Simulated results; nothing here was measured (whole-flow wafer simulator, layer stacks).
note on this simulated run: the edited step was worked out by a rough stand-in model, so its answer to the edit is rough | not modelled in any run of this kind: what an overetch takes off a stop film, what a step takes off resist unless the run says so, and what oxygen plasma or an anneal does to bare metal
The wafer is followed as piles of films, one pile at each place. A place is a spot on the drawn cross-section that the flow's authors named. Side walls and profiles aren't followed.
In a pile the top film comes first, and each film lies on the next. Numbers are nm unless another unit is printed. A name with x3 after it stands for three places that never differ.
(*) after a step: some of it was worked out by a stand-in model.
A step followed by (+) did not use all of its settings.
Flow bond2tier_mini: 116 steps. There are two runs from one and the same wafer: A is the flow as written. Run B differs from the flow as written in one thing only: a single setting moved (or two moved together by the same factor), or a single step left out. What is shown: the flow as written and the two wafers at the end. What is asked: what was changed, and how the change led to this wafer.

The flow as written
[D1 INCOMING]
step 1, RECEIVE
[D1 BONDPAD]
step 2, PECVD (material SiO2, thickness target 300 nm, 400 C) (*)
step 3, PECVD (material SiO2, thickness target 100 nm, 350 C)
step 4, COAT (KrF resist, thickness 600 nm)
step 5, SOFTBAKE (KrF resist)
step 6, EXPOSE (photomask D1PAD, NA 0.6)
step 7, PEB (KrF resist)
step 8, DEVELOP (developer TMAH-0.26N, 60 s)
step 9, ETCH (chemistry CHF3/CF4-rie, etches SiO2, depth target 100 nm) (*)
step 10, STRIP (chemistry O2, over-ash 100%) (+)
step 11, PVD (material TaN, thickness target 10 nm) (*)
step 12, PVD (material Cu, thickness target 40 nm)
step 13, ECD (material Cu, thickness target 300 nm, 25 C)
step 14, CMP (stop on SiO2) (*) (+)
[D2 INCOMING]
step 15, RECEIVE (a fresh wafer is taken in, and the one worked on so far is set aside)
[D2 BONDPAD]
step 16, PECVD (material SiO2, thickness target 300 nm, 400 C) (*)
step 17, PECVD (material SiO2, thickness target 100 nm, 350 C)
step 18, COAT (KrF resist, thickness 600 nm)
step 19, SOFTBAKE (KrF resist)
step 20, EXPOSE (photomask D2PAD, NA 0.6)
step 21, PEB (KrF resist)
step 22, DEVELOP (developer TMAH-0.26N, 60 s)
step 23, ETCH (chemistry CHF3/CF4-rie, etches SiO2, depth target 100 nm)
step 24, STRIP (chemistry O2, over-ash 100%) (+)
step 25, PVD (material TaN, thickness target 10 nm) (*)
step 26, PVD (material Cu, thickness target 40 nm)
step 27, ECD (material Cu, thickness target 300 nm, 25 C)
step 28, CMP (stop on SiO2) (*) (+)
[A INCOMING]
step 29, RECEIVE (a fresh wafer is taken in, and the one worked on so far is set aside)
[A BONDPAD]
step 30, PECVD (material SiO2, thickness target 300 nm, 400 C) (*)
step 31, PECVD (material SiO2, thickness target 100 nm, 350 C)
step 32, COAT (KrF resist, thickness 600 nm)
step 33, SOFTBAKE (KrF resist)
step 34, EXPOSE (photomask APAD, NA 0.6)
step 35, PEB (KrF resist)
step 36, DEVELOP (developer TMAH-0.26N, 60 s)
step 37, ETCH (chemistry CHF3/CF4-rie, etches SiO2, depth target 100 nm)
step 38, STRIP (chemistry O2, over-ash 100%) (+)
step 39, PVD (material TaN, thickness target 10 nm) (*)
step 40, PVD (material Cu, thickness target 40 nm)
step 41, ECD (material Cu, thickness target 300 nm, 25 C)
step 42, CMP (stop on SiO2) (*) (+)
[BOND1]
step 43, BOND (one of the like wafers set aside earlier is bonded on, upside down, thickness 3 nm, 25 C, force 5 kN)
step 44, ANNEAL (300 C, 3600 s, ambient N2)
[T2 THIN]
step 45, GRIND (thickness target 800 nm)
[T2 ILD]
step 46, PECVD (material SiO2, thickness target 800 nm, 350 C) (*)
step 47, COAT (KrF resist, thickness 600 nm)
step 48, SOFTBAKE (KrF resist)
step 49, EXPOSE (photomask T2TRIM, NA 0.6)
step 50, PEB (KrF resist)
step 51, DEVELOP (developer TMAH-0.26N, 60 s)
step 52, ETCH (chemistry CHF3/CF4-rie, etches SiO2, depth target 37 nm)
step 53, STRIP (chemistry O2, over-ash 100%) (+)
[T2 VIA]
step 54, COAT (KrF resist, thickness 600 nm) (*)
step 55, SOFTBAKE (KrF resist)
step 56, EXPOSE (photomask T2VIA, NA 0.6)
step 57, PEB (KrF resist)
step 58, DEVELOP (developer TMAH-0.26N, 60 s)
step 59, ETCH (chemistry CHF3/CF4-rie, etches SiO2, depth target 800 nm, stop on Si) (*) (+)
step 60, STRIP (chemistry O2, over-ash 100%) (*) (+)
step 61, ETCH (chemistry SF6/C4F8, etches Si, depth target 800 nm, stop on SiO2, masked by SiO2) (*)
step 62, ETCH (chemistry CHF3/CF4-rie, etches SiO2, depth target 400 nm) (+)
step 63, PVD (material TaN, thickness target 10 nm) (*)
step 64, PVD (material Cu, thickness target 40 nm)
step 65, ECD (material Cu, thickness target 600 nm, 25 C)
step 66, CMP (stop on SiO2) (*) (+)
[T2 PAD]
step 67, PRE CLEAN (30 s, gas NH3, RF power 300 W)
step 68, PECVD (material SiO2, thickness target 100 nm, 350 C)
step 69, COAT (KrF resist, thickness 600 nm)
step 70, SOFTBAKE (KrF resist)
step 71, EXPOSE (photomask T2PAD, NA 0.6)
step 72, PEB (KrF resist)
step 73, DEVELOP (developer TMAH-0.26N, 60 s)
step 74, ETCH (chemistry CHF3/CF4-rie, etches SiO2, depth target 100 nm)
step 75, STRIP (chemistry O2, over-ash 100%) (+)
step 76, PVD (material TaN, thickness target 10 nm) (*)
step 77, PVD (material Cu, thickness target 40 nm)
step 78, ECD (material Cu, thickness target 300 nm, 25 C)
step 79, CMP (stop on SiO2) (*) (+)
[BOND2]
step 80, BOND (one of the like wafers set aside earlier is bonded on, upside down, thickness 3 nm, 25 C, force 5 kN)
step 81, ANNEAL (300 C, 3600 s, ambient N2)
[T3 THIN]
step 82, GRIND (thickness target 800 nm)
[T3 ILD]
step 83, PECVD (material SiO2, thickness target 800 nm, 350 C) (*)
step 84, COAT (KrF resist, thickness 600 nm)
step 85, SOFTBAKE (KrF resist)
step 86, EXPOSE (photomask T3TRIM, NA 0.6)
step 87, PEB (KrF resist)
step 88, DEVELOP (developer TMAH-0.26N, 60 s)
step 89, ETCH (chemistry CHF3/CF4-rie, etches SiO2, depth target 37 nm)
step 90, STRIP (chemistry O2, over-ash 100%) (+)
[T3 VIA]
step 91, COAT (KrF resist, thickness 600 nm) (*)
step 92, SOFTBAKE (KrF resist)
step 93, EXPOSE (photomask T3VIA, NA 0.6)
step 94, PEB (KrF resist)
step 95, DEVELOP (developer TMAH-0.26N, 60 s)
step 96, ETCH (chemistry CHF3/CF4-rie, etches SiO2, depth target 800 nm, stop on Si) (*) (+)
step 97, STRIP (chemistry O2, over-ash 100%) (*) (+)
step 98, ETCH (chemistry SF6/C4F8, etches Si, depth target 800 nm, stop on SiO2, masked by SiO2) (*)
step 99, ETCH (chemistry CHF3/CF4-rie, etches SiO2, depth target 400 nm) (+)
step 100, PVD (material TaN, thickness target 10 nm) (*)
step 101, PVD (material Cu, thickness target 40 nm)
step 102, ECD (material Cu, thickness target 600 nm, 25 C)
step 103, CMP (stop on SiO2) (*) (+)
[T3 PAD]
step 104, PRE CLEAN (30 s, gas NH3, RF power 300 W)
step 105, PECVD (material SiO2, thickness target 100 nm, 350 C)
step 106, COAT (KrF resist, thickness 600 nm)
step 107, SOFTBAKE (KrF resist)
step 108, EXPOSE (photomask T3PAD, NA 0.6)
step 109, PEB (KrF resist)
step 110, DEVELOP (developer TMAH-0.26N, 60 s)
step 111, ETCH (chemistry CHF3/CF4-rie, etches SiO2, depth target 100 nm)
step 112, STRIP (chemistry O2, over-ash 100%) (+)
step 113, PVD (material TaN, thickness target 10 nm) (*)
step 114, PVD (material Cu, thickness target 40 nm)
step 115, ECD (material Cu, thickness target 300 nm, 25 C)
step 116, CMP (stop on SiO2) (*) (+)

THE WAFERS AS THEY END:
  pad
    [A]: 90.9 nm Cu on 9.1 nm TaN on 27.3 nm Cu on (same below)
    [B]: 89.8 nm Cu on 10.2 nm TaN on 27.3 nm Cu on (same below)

The reason: step 113, PVD: thickness target 11.2 nm was run, whereas the flow has thickness target 10 nm.

The path from the change to this, step by step:
  step 113, PVD (material TaN, thickness target 10 nm) (*)
      field: A TaN gains 10 (new film) | B TaN gains 11.2 (new film)
      pad: A TaN gains 9.1 (new film) | B TaN gains 10.2 (new film)
  step 116, CMP (stop on SiO2) (*) (+)
      field: A Cu loses 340 (all of it), TaN loses 10 (all of it) | B Cu loses 340 (all of it), TaN loses 11.2 (all of it)
